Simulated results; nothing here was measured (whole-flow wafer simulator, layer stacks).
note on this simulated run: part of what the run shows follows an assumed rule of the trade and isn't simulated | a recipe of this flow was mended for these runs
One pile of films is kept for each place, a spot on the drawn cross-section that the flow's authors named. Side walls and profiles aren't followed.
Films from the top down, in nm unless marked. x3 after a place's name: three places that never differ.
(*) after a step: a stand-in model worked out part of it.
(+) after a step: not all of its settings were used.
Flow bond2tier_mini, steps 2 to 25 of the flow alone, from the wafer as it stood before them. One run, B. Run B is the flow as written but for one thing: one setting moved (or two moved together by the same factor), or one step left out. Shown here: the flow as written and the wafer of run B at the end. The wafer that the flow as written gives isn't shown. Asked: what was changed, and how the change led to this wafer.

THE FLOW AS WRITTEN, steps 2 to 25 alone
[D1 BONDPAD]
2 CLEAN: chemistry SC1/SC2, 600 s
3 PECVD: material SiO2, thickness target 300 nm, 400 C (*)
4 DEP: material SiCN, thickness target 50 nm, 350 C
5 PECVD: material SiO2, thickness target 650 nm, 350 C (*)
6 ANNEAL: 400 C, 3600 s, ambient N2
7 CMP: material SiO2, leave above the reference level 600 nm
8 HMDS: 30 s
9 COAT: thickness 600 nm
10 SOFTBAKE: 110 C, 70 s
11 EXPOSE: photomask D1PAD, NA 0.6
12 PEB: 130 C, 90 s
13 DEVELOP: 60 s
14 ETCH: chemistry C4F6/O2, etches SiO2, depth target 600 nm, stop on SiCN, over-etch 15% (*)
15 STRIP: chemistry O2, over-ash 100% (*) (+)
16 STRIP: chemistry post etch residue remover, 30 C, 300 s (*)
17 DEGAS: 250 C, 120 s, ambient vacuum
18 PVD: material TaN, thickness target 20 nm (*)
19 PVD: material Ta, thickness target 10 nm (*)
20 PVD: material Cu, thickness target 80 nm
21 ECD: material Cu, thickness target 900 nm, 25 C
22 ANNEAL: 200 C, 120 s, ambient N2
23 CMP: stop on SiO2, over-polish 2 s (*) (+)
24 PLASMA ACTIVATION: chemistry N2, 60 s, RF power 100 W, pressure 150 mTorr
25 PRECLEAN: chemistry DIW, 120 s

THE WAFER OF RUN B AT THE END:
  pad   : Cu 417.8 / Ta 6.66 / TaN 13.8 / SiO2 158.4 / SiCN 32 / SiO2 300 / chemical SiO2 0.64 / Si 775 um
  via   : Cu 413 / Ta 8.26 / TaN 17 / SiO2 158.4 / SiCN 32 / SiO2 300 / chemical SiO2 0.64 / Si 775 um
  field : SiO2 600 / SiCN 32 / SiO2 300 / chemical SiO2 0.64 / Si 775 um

The cause: step 4, DEP: thickness target 32 nm was run, where the flow has thickness target 50 nm; step 14, ETCH: depth target 384 nm was run, where the flow has depth target 600 nm.
It can be read off the wafer: field has SiCN 32, and step 4 as written asks for 50 nm.

How the change led to this, step by step:
  4 DEP: material SiCN, thickness target 50 nm, 350 C
      field, pad, via: SiCN +32 (new film) (as written it would be: SiCN +50 (new film))
  14 ETCH: chemistry C4F6/O2, etches SiO2, depth target 600 nm, stop on SiCN, over-etch 15% (*)
      pad, via: SiO2 -441.6 (as written it would be: SiO2 -600 (all of it), SiCN -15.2)
      field: thick-KrF-resist -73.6 (as written it would be: thick-KrF-resist -115)
  15 STRIP: chemistry O2, over-ash 100% (*) (+)
      field: thick-KrF-resist -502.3 (all of it) (as written it would be: thick-KrF-resist -460.9 (all of it))
  18 PVD: material TaN, thickness target 20 nm (*)
      pad: TaN +13.8 (new film) (as written it would be: TaN +12.3 (new film))
      via: TaN +17 (new film) (as written it would be: TaN +14.9 (new film))
  19 PVD: material Ta, thickness target 10 nm (*)
      pad: Ta +6.66 (new film) (as written it would be: Ta +5.88 (new film))
      via: Ta +8.26 (new film) (as written it would be: Ta +7.07 (new film))
  20 PVD: material Cu, thickness target 80 nm
      pad: Cu +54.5 (new film) (as written it would be: Cu +48.4 (new film))
      via: Cu +67.8 (new film) (as written it would be: Cu +59 (new film))
  21 ECD: material Cu, thickness target 900 nm, 25 C
      pad: Cu +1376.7 (as written it would be: Cu +1558.7)
      via: Cu +1358.5 (as written it would be: Cu +1544.3)
